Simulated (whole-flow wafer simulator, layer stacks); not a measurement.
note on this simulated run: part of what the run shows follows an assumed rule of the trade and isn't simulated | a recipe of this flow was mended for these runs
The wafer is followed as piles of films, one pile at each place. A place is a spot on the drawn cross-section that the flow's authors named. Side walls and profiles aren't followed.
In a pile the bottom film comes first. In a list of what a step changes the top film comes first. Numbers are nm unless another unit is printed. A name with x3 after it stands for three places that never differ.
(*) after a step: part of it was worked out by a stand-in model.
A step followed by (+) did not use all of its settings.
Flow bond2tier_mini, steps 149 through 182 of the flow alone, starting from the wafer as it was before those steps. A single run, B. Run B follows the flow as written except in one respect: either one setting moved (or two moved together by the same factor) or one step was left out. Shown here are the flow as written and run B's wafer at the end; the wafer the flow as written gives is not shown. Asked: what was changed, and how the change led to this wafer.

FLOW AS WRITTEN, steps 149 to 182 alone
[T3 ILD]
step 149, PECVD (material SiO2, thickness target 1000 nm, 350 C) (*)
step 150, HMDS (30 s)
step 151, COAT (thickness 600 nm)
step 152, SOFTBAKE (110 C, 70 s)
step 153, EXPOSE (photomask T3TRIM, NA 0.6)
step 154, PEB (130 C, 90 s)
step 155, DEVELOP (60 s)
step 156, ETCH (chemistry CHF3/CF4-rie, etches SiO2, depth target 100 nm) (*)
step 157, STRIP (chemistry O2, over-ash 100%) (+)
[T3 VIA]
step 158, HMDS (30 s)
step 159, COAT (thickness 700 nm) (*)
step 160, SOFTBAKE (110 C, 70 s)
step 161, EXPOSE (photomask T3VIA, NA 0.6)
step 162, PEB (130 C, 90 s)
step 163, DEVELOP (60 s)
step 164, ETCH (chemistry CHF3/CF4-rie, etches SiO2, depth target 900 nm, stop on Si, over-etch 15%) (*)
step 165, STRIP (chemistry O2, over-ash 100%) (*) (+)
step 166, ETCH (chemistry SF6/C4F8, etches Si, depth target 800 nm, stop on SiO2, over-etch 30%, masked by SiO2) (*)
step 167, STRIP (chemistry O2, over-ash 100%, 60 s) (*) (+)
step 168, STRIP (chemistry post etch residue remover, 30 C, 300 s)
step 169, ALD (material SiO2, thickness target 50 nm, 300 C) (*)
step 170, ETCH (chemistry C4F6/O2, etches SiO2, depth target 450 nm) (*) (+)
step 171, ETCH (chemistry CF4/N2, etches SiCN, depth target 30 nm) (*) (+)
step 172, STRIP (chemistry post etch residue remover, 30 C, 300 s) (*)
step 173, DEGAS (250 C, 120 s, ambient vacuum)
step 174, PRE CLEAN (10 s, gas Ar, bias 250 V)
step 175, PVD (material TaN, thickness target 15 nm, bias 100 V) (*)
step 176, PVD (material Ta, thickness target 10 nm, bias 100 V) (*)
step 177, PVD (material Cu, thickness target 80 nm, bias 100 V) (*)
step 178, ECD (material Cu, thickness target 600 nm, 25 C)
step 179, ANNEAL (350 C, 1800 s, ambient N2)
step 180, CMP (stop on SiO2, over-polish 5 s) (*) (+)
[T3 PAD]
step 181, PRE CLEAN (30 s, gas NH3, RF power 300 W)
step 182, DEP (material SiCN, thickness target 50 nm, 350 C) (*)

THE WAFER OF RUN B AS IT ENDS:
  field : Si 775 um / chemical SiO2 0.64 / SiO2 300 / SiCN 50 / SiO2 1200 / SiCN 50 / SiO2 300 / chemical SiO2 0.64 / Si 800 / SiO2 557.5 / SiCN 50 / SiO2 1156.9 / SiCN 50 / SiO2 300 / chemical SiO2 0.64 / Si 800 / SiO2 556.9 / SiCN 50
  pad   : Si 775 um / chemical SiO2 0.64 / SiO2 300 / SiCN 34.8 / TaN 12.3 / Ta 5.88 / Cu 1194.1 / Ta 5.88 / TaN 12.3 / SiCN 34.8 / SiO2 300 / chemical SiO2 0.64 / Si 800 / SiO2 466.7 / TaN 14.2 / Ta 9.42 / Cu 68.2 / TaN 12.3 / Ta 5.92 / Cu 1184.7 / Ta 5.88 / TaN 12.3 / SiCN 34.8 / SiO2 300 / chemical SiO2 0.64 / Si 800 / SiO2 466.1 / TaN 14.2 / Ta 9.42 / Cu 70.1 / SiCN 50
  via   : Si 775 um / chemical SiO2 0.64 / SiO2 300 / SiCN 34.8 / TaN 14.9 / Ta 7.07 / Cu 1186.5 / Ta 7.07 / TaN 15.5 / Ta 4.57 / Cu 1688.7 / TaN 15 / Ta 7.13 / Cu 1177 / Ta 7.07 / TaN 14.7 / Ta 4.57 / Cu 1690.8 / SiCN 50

What caused this: step 174, PRE CLEAN: 12 s was run, while the flow as written has 10 s.

The path from the change to this, step by step:
  step 174, PRE CLEAN (10 s, gas Ar, bias 250 V)
      field, pad: -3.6 SiO2 (in the flow as written it would be: -3 SiO2)
      via: -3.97 TaN (in the flow as written it would be: -3.19 TaN)
